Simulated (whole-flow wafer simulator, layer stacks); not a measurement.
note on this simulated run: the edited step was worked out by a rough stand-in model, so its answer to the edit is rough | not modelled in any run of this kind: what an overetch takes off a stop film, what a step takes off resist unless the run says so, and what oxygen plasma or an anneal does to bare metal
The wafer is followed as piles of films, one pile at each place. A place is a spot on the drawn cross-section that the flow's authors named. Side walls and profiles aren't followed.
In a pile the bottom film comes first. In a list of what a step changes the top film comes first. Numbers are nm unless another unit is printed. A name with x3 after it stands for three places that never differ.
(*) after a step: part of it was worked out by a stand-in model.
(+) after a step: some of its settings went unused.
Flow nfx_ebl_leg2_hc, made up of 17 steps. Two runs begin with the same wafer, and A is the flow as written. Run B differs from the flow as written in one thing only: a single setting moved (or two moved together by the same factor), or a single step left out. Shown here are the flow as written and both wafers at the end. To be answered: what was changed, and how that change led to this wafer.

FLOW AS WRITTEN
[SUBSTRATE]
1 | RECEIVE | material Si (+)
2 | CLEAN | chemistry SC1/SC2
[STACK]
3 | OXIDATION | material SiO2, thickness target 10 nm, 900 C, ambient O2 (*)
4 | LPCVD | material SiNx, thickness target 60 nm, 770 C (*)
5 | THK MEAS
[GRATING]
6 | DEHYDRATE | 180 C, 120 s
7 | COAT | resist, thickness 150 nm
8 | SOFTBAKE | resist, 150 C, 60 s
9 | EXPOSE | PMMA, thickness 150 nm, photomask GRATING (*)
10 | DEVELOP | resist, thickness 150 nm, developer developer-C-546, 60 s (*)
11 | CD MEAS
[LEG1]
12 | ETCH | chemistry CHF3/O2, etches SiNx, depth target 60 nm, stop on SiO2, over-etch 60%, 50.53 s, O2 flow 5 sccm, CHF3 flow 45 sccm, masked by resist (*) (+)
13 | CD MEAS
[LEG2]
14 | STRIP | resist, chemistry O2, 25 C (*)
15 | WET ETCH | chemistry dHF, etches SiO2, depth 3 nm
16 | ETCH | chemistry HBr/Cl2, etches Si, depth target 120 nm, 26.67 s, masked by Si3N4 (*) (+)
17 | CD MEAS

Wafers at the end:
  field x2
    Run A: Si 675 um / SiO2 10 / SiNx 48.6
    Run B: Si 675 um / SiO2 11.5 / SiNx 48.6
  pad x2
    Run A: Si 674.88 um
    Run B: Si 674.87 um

The reason: step 3, OXIDATION: thickness target 11.5 nm was run, whereas the flow has thickness target 10 nm.
The wafer lets one read it off: field x2 has SiO2 11.5, and step 3 as written asks for 10 nm.

How this came from the change, step by step:
  3 | OXIDATION | material SiO2, thickness target 10 nm, 900 C, ambient O2 (*)
      field x2, pad x2: A SiO2 gains 10 (new film), chemical SiO2 loses 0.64 (all of it), Si loses 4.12 | B SiO2 gains 11.5 (new film), chemical SiO2 loses 0.64 (all of it), Si loses 4.78
  12 | ETCH | chemistry CHF3/O2, etches SiNx, depth target 60 nm, stop on SiO2, over-etch 60%, 50.53 s, O2 flow 5 sccm, CHF3 flow 45 sccm, masked by resist (*) (+)
      pad x2: A SiNx loses 60 (all of it), SiO2 loses 10 (all of it) | B SiNx loses 60 (all of it), SiO2 loses 11.5 (all of it)
